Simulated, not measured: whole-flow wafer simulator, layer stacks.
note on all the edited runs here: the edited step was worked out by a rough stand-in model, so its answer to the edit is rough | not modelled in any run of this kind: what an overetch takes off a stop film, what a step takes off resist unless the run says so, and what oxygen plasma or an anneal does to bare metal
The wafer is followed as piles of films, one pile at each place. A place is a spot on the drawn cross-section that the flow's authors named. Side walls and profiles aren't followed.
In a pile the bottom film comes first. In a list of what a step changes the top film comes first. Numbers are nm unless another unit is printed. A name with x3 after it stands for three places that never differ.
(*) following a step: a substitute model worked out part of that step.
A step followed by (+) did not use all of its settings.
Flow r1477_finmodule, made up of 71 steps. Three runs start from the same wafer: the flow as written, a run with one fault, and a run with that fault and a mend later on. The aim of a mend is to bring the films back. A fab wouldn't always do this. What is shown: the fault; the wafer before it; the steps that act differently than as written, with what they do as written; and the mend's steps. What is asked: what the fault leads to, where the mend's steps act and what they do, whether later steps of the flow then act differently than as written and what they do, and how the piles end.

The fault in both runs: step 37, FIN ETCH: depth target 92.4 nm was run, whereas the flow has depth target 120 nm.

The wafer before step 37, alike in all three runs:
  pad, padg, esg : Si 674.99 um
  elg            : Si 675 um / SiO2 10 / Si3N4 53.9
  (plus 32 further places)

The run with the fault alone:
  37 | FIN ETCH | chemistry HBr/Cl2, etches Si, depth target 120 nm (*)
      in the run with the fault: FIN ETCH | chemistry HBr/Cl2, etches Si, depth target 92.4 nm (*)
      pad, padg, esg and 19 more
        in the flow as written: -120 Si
        in the run with the fault: -92.4 Si
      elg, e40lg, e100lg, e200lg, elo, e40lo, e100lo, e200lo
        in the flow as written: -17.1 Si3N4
        in the run with the fault: -13.2 Si3N4
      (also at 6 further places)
  Steps further on in the flow that do not act as written (3 other steps are not shown; they differ only slightly, by no more than 2% or 0.5 nm, whichever is larger):
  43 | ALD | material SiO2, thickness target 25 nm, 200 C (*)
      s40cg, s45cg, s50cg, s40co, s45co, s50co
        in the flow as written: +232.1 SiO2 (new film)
        in the run with the fault: +206.6 SiO2 (new film)
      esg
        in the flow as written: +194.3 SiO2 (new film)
        in the run with the fault: +170.6 SiO2 (new film)
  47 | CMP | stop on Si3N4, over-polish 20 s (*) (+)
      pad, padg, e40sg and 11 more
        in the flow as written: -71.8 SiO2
        in the run with the fault: -99.4 SiO2
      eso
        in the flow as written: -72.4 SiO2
        in the run with the fault: -100 SiO2
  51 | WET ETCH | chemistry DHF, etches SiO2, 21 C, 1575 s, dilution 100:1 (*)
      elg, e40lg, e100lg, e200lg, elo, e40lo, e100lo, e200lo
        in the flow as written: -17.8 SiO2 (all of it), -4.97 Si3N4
        in the run with the fault: -13.9 SiO2 (all of it), -5.29 Si3N4
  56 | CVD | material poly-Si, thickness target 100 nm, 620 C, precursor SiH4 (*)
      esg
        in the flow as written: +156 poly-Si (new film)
        in the run with the fault: +159.6 poly-Si (new film)
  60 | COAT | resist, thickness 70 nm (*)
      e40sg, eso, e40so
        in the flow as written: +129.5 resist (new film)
        in the run with the fault: +132.9 resist (new film)
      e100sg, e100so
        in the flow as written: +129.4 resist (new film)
        in the run with the fault: +132.8 resist (new film)
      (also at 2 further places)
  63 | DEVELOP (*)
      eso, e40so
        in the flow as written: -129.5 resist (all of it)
        in the run with the fault: -132.9 resist (all of it)
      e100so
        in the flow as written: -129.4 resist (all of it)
        in the run with the fault: -132.8 resist (all of it)
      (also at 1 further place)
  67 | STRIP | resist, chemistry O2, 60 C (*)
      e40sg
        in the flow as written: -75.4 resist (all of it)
        in the run with the fault: -78.8 resist (all of it)
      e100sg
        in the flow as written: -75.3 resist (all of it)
        in the run with the fault: -78.7 resist (all of it)
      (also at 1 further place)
  At pad, padg, elg and 27 more, the piles at the end differ from the flow's by more than 2% or 0.5 nm, whichever is larger.
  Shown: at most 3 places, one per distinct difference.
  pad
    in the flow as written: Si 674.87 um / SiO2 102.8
    in the run with the fault: Si 674.9 um / SiO2 75.3
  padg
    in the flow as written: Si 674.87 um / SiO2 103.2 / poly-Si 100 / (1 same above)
    in the run with the fault: Si 674.9 um / SiO2 75.7 / poly-Si 100 / (1 same above)
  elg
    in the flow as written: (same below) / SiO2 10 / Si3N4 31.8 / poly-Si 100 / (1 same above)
    in the run with the fault: (same below) / SiO2 10 / Si3N4 35.4 / poly-Si 100 / (1 same above)

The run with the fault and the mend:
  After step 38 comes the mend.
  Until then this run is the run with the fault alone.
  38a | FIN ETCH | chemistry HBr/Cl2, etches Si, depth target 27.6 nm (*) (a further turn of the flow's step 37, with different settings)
      pad, padg, esg and 19 more
        -27.6 Si
      elg, e40lg, e100lg, e200lg, elo, e40lo, e100lo, e200lo
        -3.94 Si3N4
      s40sg_line, s45sg_line, s50sg_line, s40so_line, s45so_line, s50so_line
        -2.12 SiO2
  Every later step of the flow that is run acts as written at every place that is followed.
  By the end, the piles equal the flow's at every place that both follow.
